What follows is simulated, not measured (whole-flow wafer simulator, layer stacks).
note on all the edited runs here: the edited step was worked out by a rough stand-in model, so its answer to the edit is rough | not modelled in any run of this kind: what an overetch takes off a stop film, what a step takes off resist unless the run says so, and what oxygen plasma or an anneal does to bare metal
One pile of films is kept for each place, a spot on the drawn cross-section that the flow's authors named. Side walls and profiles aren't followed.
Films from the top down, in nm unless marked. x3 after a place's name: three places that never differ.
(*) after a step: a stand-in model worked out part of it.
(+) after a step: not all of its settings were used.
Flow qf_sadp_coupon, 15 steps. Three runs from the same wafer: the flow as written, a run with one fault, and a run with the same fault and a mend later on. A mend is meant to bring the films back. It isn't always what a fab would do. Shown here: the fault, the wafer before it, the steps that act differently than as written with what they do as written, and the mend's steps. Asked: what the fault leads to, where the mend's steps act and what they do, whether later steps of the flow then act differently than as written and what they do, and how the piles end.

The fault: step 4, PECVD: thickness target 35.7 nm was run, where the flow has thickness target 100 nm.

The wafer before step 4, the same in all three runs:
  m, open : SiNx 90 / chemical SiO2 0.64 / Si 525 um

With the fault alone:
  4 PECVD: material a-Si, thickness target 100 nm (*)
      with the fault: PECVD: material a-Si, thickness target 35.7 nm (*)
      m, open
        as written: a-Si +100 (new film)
        with the fault: a-Si +35.7 (new film)
  Later steps of the flow that act differently than as written:
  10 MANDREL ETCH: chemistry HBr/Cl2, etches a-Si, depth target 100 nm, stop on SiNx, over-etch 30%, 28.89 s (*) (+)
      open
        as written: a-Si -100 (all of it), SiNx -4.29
        with the fault: a-Si -35.7 (all of it), SiNx -13.5
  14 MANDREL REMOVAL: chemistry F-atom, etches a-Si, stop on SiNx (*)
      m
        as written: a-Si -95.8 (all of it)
        with the fault: a-Si -31.5 (all of it)
  At the end the piles differ from the flow's by more than 2% or 0.5 nm, whichever is larger, at open.
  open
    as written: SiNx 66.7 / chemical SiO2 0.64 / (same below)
    with the fault: SiNx 57.5 / chemical SiO2 0.64 / (same below)

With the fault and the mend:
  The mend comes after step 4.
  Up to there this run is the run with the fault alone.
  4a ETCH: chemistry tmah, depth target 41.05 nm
      m, open
        a-Si -35.7 (all of it)
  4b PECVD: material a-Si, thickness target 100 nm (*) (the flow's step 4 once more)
      m, open
        a-Si +100 (new film)
  No later step of the flow acts differently than as written at any place that is followed.
  At the end the piles are the same as the flow's at every place that both follow.
